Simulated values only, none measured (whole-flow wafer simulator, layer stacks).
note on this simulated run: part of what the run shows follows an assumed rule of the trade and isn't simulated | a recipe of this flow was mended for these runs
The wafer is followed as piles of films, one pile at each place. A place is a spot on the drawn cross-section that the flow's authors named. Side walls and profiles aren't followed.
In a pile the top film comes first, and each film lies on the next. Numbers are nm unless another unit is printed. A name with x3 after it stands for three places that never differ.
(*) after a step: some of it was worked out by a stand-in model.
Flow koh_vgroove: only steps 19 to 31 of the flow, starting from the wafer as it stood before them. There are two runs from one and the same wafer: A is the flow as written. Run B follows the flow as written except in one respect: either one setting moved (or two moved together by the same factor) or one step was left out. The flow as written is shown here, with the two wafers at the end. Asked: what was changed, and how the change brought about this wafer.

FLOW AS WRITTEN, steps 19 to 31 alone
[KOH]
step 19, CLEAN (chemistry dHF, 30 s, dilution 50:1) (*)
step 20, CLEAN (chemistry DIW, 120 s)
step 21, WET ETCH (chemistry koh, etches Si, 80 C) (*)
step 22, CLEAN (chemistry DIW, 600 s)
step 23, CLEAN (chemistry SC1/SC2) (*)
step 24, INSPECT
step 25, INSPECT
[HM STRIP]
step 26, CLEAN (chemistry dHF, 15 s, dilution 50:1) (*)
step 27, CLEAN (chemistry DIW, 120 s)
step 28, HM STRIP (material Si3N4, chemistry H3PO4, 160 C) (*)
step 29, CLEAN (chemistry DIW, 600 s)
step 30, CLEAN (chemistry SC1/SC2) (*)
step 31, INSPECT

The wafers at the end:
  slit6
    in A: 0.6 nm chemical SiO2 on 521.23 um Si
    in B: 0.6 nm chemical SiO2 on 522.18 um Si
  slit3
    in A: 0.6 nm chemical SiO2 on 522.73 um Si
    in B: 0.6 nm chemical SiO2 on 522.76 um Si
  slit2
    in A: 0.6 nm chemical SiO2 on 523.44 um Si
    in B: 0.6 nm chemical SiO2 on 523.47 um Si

What caused this: step 21, WET ETCH: 74.7 C was run, while the flow as written has 80 C.

Step by step, how the change led to this:
  step 21, WET ETCH (chemistry koh, etches Si, 80 C) (*)
      slit6, slit20: A -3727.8 Si | B -2779.2 Si
